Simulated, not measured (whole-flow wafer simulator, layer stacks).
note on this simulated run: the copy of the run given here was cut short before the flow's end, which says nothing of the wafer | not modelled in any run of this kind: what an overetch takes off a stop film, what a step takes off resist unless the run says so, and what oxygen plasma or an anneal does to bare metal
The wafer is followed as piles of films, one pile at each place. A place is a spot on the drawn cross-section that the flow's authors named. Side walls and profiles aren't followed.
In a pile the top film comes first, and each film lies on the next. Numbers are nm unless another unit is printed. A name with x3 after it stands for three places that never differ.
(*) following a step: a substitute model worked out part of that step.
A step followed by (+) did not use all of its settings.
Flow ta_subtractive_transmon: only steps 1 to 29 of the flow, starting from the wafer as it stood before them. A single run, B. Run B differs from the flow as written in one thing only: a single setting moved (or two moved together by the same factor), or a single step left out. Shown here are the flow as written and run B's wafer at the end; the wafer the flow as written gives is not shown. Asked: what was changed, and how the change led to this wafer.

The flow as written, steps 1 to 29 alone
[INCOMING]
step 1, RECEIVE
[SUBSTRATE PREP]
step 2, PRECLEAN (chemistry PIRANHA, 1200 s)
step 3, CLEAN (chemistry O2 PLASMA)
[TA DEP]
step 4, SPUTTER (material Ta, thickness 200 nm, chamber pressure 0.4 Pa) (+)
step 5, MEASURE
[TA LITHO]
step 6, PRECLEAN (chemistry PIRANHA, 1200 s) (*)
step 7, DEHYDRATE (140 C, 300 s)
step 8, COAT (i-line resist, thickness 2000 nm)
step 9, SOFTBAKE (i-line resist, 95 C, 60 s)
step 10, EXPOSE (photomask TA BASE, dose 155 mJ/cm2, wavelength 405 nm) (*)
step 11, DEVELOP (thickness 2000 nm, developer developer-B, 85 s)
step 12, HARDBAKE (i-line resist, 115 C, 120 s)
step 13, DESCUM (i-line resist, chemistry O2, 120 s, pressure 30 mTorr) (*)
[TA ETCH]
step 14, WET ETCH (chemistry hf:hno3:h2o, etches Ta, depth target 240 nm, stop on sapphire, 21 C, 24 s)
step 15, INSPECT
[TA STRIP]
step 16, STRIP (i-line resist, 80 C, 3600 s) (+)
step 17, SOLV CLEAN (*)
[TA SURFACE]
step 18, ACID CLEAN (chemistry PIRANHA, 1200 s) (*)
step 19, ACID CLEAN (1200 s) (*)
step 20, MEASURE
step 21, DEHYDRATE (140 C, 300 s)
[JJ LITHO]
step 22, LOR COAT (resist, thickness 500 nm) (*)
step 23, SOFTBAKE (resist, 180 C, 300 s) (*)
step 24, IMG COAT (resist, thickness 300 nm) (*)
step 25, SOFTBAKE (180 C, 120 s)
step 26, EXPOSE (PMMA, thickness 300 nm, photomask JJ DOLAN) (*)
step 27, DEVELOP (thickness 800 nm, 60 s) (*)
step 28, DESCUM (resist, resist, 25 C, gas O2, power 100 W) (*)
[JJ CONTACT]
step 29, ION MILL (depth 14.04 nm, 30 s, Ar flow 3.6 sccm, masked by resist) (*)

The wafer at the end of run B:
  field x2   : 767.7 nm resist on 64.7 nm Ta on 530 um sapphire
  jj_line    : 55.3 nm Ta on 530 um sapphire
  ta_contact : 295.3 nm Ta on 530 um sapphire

Cause: step 4, SPUTTER: thickness 305 nm was run, while the flow as written has thickness 200 nm.

The path from the change to this, step by step:
  step 4, SPUTTER (material Ta, thickness 200 nm, chamber pressure 0.4 Pa) (+)
      field x2, jj_line, lead, ta_contact, ta_pad: +305 Ta (new film) (in the flow as written it would be: +200 Ta (new film))
  step 14, WET ETCH (chemistry hf:hno3:h2o, etches Ta, depth target 240 nm, stop on sapphire, 21 C, 24 s)
      field x2, jj_line, lead: -240 Ta (in the flow as written it would be: -200 Ta (all of it))
  step 22, LOR COAT (resist, thickness 500 nm) (*)
      ta_contact: +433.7 resist (new film) (in the flow as written it would be: +443.8 resist (new film))
  step 29, ION MILL (depth 14.04 nm, 30 s, Ar flow 3.6 sccm, masked by resist) (*)
      jj_line, lead: -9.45 Ta (in the flow as written it would be: -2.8 sapphire)
Taking metal films that touch as one body, field x2 has 1 body; the flow as written gives 0 bodies.
Taking metal films that touch as one body, jj_line has 1 body; the flow as written gives 0 bodies.
